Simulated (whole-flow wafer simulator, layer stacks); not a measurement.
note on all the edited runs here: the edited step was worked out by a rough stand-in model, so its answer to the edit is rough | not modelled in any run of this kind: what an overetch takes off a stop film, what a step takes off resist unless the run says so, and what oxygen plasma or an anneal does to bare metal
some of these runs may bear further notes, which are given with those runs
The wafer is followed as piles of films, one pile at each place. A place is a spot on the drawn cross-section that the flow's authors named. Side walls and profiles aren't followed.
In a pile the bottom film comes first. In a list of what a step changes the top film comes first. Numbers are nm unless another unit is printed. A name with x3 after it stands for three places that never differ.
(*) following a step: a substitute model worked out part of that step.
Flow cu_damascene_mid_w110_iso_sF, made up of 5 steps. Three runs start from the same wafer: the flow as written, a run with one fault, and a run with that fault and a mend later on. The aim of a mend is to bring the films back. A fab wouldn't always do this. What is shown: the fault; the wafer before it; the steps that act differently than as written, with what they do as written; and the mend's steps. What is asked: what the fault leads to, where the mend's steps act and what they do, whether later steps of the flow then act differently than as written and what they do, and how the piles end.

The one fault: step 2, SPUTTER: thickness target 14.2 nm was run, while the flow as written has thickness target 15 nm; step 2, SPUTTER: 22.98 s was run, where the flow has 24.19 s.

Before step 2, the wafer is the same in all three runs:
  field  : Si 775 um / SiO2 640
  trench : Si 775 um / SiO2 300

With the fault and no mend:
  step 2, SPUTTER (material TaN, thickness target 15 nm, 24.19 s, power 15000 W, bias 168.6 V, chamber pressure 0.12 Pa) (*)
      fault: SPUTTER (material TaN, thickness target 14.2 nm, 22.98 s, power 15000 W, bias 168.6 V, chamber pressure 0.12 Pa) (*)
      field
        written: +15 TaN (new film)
        fault: +14.2 TaN (new film)
  None of the later steps of the flow differs from how it acts as written, at any place that is followed, by more than 2% or 0.5 nm, whichever is larger.
  The piles end different from the flow's at field by more than 2% or 0.5 nm, whichever is larger.
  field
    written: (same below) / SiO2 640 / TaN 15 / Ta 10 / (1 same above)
    fault: (same below) / SiO2 640 / TaN 14.2 / Ta 10 / (1 same above)

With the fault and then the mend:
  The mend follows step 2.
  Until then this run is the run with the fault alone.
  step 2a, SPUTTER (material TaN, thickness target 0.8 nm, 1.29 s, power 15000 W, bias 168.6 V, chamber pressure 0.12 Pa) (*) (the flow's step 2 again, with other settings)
      field
        +0.8 TaN
      trench
        +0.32 TaN
  None of the later steps of the flow acts differently than as written at any place that is followed.
  At the end the piles are close to the flow's at the places that both follow, differing by at most 2% or 0.5 nm, whichever is larger.
